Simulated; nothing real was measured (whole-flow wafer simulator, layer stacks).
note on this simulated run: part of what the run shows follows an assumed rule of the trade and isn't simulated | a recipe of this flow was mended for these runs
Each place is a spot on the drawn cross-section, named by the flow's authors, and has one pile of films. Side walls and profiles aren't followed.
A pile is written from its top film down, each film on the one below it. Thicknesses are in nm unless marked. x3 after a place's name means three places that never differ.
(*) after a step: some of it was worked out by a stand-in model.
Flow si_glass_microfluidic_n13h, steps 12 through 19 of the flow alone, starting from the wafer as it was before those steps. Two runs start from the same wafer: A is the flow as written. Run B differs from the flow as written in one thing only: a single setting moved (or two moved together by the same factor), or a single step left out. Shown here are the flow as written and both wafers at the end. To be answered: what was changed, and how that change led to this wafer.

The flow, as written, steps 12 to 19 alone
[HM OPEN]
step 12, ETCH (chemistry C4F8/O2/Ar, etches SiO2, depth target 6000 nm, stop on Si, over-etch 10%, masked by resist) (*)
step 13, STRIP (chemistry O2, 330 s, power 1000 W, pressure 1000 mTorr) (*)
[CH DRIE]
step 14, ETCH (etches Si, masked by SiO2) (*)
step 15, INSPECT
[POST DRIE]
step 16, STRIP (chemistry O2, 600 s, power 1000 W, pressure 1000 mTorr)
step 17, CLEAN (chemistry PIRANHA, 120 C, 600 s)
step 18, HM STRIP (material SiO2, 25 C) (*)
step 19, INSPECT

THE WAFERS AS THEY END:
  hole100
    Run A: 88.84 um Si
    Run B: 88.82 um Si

What caused this: step 12, ETCH: over-etch 12% was run, though the flow has over-etch 10%.

Step by step, how the change led to this:
  step 12, ETCH (chemistry C4F8/O2/Ar, etches SiO2, depth target 6000 nm, stop on Si, over-etch 10%, masked by resist) (*)
      hole100: A SiO2 loses 6000 (all of it), Si loses 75 | B SiO2 loses 6000 (all of it), Si loses 90
